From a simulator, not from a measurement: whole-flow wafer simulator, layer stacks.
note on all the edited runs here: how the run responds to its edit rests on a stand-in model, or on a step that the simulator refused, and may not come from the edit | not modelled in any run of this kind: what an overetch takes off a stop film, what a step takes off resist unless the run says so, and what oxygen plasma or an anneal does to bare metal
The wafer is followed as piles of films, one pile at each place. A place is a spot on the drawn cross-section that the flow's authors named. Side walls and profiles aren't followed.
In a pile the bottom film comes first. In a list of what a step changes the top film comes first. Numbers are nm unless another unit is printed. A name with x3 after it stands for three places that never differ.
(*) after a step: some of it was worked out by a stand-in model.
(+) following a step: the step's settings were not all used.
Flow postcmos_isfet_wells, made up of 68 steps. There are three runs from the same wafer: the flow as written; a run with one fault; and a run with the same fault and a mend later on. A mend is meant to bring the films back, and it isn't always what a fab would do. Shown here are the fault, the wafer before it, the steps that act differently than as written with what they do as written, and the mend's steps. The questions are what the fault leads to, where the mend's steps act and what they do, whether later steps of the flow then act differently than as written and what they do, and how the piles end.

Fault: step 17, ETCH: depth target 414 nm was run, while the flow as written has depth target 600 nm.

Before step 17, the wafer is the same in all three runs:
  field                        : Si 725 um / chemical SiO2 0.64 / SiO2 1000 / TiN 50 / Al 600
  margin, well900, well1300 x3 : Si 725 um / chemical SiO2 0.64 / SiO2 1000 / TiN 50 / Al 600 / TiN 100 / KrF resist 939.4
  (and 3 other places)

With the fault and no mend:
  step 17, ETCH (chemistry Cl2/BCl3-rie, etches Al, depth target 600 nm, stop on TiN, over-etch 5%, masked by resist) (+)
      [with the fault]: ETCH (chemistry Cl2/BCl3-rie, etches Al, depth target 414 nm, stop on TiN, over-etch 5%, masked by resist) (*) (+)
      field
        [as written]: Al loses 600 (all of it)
        [with the fault]: Al loses 414
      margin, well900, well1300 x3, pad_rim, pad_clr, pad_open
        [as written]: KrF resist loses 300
        [with the fault]: KrF resist loses 207
  Steps later in the flow that act otherwise than as written:
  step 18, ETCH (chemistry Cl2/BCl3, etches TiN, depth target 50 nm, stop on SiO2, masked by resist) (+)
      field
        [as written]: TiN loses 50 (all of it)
        [with the fault]: Al loses 50
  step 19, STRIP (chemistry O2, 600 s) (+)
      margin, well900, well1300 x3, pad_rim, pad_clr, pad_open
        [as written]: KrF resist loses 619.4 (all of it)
        [with the fault]: KrF resist loses 712.4 (all of it)
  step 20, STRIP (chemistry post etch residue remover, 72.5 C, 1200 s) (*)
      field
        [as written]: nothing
        [with the fault]: Al loses 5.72
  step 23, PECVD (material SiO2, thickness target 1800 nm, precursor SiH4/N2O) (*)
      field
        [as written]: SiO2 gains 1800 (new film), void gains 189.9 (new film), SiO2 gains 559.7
        [with the fault]: SiO2 gains 2369.3 (new film)
  The piles end different from the flow's at field by more than 2% or 0.5 nm, whichever is larger.
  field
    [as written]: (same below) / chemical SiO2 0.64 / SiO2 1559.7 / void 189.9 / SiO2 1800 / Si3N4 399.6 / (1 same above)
    [with the fault]: (same below) / chemical SiO2 0.64 / SiO2 1000 / TiN 50 / Al 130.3 / SiO2 2369.3 / Si3N4 399.6 / (1 same above)

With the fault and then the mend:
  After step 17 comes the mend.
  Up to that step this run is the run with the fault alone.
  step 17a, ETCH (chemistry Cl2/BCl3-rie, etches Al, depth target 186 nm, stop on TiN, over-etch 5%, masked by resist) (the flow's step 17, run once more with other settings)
      margin, well900, well1300 x3, pad_rim, pad_clr, pad_open
        KrF resist loses 93
      field
        Al loses 186 (all of it)
  Every later step of the flow that is run acts as written at every place that is followed.
  By the end, the piles equal the flow's at every place that both follow.
